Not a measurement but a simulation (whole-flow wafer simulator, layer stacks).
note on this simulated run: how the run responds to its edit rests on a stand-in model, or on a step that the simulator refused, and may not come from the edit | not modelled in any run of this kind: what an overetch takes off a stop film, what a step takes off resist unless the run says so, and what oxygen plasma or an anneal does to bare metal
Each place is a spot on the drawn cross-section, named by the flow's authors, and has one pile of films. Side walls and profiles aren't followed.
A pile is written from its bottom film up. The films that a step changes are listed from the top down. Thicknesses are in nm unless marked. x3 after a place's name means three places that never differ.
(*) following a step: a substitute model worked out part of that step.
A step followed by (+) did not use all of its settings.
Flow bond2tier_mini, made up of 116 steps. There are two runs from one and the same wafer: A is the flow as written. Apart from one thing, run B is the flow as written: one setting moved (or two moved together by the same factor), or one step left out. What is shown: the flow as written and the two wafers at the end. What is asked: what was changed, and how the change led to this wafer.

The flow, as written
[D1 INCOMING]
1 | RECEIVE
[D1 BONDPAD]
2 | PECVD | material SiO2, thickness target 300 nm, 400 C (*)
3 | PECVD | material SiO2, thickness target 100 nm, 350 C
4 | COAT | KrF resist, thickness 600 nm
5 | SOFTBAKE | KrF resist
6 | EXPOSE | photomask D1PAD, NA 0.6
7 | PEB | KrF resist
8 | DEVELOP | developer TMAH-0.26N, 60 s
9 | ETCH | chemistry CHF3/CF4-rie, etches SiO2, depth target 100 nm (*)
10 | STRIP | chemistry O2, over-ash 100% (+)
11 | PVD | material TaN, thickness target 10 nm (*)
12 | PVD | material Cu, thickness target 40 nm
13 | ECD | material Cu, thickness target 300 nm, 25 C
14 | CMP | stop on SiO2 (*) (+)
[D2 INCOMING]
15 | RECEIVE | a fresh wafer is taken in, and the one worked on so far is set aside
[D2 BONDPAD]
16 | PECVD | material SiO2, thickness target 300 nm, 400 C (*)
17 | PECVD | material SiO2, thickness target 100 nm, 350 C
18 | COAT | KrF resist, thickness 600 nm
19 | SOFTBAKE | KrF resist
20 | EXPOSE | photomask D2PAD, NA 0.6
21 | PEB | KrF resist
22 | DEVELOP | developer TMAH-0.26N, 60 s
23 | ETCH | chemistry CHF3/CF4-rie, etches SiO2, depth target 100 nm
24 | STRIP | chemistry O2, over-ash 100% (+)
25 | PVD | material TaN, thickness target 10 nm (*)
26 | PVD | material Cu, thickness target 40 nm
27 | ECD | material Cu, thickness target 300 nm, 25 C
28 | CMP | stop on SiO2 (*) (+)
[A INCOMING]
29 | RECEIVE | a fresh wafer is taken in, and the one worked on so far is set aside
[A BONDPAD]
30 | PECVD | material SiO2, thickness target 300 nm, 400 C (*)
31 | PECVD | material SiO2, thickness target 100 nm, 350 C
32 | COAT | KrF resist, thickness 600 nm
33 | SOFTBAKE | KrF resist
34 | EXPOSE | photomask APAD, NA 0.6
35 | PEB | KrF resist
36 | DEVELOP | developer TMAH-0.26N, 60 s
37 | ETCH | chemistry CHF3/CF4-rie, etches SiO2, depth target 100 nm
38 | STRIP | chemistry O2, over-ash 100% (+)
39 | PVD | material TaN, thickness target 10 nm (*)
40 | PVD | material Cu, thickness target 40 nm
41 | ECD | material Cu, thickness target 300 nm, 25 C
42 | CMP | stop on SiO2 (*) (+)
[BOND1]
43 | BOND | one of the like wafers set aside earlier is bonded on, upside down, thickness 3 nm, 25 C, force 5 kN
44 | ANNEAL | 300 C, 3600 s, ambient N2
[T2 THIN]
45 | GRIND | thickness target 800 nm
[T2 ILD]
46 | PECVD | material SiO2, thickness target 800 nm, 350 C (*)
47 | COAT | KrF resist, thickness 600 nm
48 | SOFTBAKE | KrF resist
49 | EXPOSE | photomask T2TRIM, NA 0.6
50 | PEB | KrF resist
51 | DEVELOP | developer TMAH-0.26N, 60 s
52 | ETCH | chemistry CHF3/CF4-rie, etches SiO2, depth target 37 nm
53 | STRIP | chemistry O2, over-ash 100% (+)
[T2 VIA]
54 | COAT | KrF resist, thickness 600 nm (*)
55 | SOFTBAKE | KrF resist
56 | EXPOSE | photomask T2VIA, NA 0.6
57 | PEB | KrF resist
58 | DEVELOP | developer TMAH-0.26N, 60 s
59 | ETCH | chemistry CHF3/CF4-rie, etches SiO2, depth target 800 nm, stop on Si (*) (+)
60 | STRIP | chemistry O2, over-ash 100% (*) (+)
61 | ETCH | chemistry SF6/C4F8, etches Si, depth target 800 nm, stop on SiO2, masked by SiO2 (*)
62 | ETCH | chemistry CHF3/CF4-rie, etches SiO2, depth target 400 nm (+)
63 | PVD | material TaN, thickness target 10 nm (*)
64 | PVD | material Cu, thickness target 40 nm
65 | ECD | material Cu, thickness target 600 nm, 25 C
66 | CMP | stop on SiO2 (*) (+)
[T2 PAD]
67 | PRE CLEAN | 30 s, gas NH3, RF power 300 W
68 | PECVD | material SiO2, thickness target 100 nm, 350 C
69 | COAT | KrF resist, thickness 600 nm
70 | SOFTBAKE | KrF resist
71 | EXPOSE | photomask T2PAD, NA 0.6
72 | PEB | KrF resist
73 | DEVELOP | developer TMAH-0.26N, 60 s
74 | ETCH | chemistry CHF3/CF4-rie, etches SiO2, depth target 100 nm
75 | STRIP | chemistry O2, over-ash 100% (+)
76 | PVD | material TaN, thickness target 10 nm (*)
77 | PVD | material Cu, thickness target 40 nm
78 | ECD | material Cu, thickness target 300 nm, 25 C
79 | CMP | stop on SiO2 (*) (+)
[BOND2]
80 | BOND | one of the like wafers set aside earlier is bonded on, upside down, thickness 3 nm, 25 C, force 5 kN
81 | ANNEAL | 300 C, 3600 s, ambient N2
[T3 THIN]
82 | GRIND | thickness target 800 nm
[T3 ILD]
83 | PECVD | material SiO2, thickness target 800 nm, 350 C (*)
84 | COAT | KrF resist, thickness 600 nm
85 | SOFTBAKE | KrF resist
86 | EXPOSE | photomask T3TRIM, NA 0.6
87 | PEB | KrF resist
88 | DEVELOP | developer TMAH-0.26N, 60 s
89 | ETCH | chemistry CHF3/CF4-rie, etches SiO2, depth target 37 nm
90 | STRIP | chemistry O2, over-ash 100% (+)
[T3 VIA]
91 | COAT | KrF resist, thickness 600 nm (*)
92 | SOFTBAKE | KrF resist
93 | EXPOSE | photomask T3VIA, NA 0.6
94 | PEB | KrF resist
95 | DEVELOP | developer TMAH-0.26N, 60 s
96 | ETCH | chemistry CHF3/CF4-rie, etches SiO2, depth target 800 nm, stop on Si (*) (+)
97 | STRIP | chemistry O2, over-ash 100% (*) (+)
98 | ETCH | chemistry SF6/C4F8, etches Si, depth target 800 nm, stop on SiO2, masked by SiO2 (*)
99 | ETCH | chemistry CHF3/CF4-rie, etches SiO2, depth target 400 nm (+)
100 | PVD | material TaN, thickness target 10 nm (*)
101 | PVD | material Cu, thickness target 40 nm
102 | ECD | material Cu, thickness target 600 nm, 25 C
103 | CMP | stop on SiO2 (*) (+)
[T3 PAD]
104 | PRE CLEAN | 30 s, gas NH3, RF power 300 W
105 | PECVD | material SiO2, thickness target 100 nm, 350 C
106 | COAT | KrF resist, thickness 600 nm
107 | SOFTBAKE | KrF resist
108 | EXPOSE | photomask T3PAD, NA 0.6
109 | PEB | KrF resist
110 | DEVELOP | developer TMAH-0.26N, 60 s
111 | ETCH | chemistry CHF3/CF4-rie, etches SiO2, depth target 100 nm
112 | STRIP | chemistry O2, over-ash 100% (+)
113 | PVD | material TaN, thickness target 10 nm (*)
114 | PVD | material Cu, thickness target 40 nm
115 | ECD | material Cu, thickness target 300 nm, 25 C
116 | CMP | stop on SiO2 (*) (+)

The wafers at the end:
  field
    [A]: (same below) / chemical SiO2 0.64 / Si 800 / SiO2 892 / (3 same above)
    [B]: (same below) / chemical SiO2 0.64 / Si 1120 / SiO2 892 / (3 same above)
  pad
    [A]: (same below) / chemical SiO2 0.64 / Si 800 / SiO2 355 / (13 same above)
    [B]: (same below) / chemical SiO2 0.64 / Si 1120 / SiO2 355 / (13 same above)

What caused this: step 45, GRIND: thickness target 1120 nm was run, whereas the flow has thickness target 800 nm.
The wafer itself shows it: field has Si 1120, and step 45 as written asks for 800 nm.

The path from the change to this, step by step:
  45 | GRIND | thickness target 800 nm
      field, pad, via: A -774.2 um Si | B -773.88 um Si
